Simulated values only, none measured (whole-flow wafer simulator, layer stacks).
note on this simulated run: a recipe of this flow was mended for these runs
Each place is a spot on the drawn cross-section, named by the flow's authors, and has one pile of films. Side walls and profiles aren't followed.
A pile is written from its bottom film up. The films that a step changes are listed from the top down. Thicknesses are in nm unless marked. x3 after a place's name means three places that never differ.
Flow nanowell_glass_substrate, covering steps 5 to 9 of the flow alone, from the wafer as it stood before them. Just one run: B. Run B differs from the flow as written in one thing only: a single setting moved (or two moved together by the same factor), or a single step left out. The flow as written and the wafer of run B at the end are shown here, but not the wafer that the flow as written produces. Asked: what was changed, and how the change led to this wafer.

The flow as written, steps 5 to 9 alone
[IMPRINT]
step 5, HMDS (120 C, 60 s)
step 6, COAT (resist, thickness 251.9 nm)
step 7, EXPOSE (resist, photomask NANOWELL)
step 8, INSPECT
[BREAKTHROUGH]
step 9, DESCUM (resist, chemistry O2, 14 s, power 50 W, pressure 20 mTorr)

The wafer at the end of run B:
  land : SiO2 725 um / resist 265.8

Cause: step 9, DESCUM: 10.2 s was run, while the flow as written has 14 s.

How this came from the change, step by step:
  step 9, DESCUM (resist, chemistry O2, 14 s, power 50 W, pressure 20 mTorr)
      land: resist loses 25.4 (in the flow as written it would be: resist loses 34.9)
